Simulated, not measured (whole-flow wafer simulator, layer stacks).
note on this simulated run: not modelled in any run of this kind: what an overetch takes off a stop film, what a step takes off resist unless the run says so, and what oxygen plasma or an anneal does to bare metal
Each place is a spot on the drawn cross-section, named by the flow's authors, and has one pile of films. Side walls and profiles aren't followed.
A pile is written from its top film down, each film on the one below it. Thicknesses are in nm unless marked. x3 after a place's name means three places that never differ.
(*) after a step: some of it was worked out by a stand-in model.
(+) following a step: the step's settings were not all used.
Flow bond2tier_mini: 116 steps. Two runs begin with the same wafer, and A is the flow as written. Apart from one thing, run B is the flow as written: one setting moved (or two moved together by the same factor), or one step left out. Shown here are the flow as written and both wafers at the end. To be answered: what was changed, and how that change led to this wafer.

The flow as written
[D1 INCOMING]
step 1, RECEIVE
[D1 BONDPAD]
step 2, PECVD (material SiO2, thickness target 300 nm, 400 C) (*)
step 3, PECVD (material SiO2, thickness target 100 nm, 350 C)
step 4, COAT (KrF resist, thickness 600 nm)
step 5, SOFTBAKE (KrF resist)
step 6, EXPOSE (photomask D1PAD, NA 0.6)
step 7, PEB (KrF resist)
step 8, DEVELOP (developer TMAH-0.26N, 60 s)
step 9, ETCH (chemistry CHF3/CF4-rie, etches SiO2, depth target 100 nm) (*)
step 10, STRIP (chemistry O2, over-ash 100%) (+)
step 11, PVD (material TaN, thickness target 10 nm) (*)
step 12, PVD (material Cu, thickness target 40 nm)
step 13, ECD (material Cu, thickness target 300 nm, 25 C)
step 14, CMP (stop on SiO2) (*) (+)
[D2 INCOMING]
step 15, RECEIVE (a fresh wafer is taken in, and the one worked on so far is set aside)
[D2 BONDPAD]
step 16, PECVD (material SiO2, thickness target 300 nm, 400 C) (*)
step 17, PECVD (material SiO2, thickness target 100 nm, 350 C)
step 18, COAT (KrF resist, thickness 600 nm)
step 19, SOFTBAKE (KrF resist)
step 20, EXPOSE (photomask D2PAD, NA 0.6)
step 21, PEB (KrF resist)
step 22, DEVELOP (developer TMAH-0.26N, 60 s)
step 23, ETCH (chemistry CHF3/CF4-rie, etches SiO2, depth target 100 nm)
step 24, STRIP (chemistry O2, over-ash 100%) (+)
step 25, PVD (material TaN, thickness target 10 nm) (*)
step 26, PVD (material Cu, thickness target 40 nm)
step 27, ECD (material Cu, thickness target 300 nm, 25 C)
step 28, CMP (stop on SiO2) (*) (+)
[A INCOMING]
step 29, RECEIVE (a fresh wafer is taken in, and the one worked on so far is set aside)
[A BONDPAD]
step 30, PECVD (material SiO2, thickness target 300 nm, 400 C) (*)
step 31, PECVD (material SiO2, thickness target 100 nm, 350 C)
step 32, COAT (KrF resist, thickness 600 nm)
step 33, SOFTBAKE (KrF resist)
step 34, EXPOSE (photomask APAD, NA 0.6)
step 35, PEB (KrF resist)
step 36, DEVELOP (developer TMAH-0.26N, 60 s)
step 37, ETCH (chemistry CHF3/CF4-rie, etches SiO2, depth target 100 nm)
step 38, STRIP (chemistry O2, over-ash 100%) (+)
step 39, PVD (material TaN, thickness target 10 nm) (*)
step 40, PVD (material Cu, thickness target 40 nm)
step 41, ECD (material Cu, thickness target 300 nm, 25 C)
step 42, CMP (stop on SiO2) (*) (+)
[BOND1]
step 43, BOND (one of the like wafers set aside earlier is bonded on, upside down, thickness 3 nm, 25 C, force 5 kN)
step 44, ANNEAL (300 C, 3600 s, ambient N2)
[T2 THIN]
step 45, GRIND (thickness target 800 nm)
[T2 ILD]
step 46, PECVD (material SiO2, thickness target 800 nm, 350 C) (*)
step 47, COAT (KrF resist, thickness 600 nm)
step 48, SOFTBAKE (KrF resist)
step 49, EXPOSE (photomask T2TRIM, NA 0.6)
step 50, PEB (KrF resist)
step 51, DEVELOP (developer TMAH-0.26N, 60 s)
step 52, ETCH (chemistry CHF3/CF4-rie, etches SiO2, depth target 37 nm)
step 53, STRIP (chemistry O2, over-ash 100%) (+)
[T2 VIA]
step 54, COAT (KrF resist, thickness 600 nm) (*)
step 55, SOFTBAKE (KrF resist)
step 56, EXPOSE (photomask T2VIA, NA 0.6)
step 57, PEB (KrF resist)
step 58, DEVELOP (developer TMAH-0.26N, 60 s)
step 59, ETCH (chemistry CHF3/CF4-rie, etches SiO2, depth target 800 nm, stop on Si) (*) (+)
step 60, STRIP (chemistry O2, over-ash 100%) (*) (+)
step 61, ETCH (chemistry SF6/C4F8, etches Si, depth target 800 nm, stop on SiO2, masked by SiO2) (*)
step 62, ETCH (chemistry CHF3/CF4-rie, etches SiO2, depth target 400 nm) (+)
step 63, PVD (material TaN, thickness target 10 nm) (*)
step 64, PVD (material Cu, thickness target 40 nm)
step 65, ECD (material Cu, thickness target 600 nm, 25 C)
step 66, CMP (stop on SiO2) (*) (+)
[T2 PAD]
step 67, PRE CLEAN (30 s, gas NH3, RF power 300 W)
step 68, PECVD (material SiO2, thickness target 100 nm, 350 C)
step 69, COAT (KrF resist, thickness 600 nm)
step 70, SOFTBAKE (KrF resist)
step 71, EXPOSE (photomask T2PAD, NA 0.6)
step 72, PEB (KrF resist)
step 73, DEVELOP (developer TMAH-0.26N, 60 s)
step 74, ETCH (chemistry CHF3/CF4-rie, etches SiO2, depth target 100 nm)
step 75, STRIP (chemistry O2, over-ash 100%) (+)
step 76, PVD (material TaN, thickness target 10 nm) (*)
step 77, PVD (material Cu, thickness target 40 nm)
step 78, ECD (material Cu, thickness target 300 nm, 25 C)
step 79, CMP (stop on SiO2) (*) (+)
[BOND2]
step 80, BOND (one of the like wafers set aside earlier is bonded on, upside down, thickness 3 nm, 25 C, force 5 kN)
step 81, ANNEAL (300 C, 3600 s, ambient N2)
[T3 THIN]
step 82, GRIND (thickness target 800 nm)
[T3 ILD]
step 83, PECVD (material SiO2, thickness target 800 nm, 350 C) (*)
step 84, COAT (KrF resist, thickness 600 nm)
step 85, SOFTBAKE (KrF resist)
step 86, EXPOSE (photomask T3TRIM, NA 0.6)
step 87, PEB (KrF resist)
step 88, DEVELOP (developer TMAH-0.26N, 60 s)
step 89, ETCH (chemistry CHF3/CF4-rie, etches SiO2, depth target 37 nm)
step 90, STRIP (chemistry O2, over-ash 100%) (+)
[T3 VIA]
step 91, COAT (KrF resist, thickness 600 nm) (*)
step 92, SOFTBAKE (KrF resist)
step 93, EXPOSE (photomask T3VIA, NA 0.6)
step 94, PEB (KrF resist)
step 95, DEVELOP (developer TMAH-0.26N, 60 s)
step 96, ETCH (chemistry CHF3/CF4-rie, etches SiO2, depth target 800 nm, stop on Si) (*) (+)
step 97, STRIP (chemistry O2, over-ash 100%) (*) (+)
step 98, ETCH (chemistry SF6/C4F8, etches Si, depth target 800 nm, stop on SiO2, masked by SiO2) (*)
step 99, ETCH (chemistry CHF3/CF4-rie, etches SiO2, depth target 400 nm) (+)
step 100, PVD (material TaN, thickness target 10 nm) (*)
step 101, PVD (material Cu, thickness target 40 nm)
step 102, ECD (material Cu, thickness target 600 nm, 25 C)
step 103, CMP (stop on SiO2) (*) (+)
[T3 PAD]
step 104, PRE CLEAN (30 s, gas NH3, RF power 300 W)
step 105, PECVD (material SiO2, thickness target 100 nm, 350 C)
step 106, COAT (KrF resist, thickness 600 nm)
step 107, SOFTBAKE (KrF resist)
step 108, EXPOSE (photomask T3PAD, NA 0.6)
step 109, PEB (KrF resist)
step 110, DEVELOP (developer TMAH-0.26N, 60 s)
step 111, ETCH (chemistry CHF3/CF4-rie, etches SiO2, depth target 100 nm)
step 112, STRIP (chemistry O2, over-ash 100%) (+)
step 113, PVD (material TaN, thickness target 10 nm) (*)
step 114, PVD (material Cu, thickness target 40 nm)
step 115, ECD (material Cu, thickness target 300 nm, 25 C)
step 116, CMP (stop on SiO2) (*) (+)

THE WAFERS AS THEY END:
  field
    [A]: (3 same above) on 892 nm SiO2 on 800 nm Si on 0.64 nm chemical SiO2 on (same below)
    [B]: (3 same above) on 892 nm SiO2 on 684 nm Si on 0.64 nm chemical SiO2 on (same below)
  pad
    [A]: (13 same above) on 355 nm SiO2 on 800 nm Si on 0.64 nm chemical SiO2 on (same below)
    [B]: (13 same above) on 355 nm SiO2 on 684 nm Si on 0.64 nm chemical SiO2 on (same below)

Cause: step 45, GRIND: thickness target 684 nm was run, though the flow has thickness target 800 nm.
The wafer itself shows it: field has Si 684, and step 45 as written asks for 800 nm.

Step by step, how the change led to this:
  step 45, GRIND (thickness target 800 nm)
      field, pad, via: A Si loses 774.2 um | B Si loses 774.32 um
